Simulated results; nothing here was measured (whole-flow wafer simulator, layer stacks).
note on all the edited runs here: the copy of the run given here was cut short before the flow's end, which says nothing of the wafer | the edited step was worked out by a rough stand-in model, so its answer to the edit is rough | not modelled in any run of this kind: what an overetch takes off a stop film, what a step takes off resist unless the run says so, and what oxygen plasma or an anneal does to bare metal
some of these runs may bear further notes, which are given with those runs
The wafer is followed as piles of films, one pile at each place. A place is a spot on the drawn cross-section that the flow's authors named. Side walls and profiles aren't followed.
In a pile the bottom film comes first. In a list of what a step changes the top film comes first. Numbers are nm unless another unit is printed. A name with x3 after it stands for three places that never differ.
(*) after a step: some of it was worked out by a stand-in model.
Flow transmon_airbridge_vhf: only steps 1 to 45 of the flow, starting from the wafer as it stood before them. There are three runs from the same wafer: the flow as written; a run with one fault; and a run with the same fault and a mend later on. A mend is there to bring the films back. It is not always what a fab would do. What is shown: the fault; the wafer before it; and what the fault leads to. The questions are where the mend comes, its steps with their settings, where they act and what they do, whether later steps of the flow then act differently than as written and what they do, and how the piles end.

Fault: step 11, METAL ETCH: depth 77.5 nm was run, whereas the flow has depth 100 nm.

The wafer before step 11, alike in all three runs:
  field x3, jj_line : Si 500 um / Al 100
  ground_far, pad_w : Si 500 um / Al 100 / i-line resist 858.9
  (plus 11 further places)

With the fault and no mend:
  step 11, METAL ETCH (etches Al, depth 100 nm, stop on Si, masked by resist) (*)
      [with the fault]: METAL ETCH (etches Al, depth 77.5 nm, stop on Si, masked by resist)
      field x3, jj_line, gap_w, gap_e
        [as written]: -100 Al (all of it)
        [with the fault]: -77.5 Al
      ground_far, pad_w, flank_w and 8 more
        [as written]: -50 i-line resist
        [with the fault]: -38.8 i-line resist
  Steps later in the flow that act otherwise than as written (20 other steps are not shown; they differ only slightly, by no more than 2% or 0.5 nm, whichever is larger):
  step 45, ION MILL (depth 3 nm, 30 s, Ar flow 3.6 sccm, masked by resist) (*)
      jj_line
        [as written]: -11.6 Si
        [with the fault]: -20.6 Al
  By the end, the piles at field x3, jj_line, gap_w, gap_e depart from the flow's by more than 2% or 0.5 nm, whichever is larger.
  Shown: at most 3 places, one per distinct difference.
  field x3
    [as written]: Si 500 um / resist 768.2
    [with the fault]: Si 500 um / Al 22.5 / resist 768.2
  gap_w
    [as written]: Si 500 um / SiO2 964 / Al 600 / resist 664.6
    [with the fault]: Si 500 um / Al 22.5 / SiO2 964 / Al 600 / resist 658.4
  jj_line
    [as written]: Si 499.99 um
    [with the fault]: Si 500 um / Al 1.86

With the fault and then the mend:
  The mend stands after step 11.
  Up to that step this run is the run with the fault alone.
  step 11a, METAL ETCH (etches Al, depth 22.5 nm, stop on Si, masked by resist) (*) (the flow's step 11 again, with other settings)
      ground_far, pad_w, flank_w and 8 more
        -11.2 i-line resist
      field x3, jj_line, gap_w, gap_e
        -22.5 Al (all of it)
  Later steps of the flow that are run all act as written at every place that is followed.
  At every place that both follow, the piles at the end match the flow's.
